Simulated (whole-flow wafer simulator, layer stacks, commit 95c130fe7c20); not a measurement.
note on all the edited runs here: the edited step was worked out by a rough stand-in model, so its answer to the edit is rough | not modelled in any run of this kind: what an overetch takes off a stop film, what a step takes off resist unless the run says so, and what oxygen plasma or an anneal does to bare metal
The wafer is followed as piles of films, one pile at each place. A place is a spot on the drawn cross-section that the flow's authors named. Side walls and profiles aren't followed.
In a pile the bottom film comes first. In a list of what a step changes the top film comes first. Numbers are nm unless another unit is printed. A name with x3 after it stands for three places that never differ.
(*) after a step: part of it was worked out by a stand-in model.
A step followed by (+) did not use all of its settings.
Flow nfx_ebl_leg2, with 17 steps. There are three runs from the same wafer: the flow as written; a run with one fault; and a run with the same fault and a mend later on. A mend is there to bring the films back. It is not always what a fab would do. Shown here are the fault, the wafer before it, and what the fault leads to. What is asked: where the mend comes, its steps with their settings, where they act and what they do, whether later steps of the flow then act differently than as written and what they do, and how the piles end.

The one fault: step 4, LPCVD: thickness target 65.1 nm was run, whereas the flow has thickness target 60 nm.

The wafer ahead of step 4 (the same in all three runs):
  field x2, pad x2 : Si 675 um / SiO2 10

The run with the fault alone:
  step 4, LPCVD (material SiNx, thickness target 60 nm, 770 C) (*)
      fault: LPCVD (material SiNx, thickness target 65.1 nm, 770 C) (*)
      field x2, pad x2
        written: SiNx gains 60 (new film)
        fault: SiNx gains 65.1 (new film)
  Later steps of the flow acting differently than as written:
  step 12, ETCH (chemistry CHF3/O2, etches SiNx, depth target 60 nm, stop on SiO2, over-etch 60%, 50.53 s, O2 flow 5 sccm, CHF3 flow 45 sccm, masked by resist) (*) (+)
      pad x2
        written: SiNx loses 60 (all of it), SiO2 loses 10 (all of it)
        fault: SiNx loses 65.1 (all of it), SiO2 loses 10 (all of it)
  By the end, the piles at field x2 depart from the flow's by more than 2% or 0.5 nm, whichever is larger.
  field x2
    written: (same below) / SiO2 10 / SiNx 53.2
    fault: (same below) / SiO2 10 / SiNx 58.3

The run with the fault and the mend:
  The mend follows step 5.
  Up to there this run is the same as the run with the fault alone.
  step 5a, ETCH (chemistry h3po4, depth target 5.1 nm)
      field x2, pad x2
        SiNx loses 5.1
  None of the later steps of the flow acts differently than as written at any place that is followed.
  By the end, the piles equal the flow's at every place that both follow.
